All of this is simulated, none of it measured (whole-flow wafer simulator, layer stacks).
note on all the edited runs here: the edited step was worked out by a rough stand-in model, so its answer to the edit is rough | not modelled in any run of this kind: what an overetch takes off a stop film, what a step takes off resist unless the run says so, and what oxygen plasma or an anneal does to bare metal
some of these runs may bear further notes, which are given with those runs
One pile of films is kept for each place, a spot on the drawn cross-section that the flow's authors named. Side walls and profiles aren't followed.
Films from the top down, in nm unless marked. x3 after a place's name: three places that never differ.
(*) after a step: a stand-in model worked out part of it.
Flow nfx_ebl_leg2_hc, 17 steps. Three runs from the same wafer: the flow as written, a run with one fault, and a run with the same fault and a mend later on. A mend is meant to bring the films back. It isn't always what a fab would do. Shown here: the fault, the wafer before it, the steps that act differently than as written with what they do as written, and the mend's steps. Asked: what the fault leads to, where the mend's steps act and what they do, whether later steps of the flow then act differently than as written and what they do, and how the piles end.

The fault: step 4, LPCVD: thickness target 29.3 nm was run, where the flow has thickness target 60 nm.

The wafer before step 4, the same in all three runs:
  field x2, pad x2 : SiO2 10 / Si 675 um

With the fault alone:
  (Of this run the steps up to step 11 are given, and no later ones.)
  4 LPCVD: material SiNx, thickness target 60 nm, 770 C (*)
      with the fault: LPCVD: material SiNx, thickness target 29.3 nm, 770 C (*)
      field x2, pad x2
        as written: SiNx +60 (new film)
        with the fault: SiNx +29.3 (new film)
  No later step of the flow up to step 11 acts differently than as written at any place that is followed.
  After step 11 the piles differ from the flow's by more than 2% or 0.5 nm, whichever is larger, at field x2, pad x2.
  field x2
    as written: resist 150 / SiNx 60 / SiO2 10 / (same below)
    with the fault: resist 150 / SiNx 29.3 / SiO2 10 / (same below)
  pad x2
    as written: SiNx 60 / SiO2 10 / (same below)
    with the fault: SiNx 29.3 / SiO2 10 / (same below)

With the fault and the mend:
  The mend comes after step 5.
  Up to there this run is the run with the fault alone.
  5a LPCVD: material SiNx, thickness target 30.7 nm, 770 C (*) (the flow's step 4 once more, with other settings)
      field x2, pad x2
        SiNx +30.7
  No later step of the flow acts differently than as written at any place that is followed.
  At the end the piles are the same as the flow's at every place that both follow.
